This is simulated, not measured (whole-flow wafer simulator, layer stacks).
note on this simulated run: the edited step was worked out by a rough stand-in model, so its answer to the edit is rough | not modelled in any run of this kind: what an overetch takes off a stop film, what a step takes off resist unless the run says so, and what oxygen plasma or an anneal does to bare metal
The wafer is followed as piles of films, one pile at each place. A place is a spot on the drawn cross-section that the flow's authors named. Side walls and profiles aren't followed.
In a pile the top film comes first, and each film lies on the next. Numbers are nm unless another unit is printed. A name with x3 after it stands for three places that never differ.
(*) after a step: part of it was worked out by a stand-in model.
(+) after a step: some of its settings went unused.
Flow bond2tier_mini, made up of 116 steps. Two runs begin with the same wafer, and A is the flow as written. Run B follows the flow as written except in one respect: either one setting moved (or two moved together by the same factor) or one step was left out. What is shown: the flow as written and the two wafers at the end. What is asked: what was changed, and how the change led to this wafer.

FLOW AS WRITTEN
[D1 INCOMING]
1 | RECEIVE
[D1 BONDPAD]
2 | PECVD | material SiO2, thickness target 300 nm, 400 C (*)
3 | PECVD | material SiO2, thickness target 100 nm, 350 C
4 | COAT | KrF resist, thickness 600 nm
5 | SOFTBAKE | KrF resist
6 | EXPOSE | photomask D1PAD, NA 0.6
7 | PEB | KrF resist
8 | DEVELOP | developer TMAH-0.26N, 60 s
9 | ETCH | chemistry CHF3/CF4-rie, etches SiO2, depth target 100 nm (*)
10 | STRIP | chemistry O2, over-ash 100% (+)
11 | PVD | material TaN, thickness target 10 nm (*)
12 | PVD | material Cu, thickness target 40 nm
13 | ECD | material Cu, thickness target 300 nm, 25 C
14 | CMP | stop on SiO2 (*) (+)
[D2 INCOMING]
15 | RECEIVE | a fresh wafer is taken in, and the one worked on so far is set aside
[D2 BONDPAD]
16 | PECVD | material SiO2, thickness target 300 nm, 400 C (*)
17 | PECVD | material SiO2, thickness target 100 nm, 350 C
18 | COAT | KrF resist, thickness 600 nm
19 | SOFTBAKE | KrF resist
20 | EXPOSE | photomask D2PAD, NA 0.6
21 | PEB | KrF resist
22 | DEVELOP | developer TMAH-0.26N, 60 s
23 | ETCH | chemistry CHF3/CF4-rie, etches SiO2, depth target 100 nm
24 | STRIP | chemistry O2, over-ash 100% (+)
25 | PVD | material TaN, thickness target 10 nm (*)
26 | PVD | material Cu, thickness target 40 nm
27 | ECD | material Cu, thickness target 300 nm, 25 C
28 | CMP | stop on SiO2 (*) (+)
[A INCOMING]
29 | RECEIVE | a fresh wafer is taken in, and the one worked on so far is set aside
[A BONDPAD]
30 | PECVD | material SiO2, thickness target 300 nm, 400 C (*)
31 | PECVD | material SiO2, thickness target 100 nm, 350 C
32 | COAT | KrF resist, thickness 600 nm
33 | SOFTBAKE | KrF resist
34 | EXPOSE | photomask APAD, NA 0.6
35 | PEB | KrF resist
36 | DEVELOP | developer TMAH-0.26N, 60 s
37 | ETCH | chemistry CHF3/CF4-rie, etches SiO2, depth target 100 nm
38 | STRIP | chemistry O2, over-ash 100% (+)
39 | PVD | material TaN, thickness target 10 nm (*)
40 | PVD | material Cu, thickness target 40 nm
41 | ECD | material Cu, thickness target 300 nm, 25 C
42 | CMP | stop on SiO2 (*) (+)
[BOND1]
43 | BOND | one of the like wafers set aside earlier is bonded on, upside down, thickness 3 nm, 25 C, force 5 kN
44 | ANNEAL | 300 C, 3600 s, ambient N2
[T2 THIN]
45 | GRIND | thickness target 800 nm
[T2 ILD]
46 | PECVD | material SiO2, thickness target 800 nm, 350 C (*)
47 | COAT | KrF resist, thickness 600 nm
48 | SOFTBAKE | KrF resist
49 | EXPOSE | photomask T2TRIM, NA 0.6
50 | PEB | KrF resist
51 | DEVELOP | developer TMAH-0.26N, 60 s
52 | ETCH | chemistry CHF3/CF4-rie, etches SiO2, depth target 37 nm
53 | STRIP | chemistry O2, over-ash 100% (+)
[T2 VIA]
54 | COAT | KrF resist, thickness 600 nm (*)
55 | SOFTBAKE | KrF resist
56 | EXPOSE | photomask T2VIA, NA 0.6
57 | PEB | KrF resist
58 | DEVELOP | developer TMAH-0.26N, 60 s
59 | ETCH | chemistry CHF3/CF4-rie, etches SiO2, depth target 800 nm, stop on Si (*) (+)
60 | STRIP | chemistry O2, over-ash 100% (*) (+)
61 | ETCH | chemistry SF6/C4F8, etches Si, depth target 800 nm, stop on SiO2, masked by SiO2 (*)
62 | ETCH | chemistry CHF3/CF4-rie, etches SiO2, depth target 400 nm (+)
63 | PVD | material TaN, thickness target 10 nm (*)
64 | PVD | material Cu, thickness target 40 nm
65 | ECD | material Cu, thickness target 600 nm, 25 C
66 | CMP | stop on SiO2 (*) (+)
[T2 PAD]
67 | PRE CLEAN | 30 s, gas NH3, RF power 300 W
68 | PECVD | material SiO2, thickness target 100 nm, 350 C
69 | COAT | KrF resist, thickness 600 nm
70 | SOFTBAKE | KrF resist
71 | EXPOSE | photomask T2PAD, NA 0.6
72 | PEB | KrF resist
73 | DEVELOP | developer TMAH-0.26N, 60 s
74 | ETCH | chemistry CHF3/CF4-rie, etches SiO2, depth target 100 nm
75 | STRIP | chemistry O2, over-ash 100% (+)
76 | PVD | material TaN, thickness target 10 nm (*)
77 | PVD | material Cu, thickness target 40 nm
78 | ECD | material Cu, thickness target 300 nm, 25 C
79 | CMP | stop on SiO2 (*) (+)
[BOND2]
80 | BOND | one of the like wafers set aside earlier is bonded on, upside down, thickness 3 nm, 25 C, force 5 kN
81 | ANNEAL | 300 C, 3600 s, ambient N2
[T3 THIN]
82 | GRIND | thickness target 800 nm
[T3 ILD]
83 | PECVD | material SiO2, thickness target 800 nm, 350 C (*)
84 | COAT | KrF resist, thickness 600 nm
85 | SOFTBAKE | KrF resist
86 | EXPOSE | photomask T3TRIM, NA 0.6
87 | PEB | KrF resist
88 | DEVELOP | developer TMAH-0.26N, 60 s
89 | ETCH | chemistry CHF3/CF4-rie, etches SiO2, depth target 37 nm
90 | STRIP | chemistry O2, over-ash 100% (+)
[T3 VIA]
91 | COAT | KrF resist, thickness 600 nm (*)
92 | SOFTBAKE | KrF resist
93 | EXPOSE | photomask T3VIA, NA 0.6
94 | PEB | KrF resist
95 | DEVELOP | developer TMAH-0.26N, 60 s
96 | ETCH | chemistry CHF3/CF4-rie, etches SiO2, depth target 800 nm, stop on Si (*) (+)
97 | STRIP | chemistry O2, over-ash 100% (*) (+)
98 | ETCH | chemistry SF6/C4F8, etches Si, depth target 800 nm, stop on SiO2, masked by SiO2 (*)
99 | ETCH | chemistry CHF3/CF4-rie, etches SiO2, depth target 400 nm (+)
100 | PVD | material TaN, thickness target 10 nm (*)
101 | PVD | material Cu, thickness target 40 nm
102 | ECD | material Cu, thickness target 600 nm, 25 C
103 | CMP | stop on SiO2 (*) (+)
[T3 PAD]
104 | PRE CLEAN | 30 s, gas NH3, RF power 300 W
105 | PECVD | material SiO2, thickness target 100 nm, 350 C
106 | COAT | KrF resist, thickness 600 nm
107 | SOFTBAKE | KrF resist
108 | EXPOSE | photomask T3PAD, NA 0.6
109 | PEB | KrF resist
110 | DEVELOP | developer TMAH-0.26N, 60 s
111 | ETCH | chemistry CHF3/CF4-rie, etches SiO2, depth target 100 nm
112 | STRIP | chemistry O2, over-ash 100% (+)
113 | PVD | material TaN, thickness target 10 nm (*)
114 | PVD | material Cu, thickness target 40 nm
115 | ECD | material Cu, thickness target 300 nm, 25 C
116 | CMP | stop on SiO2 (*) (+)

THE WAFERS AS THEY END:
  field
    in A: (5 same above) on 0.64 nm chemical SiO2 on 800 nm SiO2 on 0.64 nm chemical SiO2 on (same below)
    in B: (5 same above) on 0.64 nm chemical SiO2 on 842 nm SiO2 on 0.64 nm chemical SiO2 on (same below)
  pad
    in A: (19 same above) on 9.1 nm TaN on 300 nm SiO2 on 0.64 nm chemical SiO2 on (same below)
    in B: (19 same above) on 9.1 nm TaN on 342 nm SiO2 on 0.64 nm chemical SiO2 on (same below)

The reason: step 30, PECVD: thickness target 342 nm was run, while the flow as written has thickness target 300 nm.
One can read it off the wafer: pad has SiO2 342, and step 30 as written asks for 300 nm.

The path from the change to this, step by step:
  30 | PECVD | material SiO2, thickness target 300 nm, 400 C (*)
      field, pad, via: A +300 SiO2 (new film) | B +342 SiO2 (new film)
